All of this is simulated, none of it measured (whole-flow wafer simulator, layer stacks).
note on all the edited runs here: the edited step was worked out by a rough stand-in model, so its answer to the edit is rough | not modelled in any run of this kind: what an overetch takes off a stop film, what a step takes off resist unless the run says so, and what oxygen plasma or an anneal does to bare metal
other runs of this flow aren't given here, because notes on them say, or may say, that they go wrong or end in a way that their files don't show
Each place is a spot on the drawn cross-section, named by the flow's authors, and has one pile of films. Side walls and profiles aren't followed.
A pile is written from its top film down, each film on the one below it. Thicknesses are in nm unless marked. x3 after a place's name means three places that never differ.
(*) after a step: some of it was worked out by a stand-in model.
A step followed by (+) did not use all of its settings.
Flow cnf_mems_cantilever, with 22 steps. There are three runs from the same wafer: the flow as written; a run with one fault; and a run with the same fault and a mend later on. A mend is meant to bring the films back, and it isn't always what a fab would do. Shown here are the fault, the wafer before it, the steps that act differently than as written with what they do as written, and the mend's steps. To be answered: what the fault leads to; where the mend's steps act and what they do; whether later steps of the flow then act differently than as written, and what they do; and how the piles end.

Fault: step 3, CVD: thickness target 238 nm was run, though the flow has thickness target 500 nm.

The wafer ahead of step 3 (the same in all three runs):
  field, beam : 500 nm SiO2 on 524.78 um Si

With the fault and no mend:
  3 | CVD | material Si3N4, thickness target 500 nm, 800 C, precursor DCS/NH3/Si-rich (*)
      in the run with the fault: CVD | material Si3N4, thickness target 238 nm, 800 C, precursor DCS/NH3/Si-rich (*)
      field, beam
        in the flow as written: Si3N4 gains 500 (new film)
        in the run with the fault: Si3N4 gains 238 (new film)
  Steps later in the flow that act otherwise than as written:
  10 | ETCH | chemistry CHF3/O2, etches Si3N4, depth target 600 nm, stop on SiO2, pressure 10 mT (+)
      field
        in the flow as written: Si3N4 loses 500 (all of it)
        in the run with the fault: Si3N4 loses 238 (all of it)
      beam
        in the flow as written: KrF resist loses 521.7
        in the run with the fault: KrF resist loses 310.4
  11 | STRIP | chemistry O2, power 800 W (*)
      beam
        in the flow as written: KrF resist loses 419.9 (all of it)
        in the run with the fault: KrF resist loses 631.2 (all of it)
  The piles end different from the flow's at beam by more than 2% or 0.5 nm, whichever is larger.
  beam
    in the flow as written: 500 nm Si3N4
    in the run with the fault: 238 nm Si3N4

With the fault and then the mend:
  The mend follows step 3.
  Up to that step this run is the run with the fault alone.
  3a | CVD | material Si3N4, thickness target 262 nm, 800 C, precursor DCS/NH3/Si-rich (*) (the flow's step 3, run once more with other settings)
      field, beam
        Si3N4 gains 262
  None of the later steps of the flow acts differently than as written at any place that is followed.
  By the end, the piles equal the flow's at every place that both follow.
